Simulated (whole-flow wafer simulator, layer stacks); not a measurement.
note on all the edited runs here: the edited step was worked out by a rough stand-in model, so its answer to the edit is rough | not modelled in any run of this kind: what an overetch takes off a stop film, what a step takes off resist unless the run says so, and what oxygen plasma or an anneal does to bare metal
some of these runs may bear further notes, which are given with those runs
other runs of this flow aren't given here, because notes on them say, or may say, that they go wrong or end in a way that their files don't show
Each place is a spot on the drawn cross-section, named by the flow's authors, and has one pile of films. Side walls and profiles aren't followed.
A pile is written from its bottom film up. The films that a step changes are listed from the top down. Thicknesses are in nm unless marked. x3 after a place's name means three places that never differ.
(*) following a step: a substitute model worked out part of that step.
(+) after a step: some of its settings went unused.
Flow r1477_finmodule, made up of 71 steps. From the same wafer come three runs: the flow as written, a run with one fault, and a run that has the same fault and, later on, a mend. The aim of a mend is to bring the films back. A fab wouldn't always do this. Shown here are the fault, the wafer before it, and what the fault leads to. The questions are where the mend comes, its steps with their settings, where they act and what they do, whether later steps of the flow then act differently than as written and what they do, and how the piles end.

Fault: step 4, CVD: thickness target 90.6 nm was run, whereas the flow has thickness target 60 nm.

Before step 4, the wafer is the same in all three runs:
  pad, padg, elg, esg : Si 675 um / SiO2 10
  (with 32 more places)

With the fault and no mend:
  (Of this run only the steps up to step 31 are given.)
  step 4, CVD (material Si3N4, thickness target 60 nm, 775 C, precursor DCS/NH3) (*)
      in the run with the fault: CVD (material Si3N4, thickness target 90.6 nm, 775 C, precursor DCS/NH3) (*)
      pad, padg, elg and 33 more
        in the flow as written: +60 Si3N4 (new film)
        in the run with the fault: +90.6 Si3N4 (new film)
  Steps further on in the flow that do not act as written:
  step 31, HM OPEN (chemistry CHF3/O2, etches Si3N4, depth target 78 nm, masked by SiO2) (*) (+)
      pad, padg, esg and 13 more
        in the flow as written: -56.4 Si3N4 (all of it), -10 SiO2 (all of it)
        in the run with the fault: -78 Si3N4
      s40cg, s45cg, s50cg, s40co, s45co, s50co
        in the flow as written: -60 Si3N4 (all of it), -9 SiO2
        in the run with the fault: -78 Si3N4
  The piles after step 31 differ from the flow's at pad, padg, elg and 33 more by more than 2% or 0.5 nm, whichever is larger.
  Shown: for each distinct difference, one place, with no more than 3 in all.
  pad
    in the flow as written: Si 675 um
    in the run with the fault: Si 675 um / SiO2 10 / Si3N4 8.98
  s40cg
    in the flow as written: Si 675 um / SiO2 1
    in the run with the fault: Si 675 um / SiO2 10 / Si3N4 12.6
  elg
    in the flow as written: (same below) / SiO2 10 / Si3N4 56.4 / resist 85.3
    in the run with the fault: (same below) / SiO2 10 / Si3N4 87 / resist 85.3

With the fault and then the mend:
  The mend stands after step 5.
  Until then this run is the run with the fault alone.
  step 5a, ETCH (chemistry h3po4, depth target 30.6 nm)
      pad, padg, elg and 33 more
        -30.6 Si3N4
  Later steps of the flow that are run all act as written at every place that is followed.
  At every place that both follow, the piles at the end match the flow's.
